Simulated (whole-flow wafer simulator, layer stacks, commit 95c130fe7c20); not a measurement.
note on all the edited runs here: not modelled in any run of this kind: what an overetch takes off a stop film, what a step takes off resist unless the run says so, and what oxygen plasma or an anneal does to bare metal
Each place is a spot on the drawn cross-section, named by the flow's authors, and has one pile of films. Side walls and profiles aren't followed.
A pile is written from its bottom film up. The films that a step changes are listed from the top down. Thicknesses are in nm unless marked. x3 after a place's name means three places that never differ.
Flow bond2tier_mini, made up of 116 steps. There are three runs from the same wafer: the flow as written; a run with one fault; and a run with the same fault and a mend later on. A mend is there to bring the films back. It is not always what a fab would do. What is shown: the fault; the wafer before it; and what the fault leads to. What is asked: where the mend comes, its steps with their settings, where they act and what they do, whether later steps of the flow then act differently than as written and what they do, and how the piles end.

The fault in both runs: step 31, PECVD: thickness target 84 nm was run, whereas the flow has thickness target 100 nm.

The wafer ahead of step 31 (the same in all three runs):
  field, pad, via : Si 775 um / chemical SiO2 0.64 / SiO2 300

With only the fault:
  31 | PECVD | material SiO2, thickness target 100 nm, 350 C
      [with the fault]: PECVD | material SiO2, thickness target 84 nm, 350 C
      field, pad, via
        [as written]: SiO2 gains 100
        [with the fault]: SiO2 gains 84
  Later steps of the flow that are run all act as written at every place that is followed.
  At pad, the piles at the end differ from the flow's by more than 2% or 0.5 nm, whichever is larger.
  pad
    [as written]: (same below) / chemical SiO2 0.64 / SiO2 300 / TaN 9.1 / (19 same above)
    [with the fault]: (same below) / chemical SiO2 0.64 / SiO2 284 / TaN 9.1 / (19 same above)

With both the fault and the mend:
  The mend follows step 31.
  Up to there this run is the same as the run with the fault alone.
  31a | PECVD | material SiO2, thickness target 16 nm, 350 C (the flow's step 31 again, with other settings)
      field, pad, via
        SiO2 gains 16
  Later steps of the flow that are run all act as written at every place that is followed.
  The piles end the same as the flow's at every place that both follow.
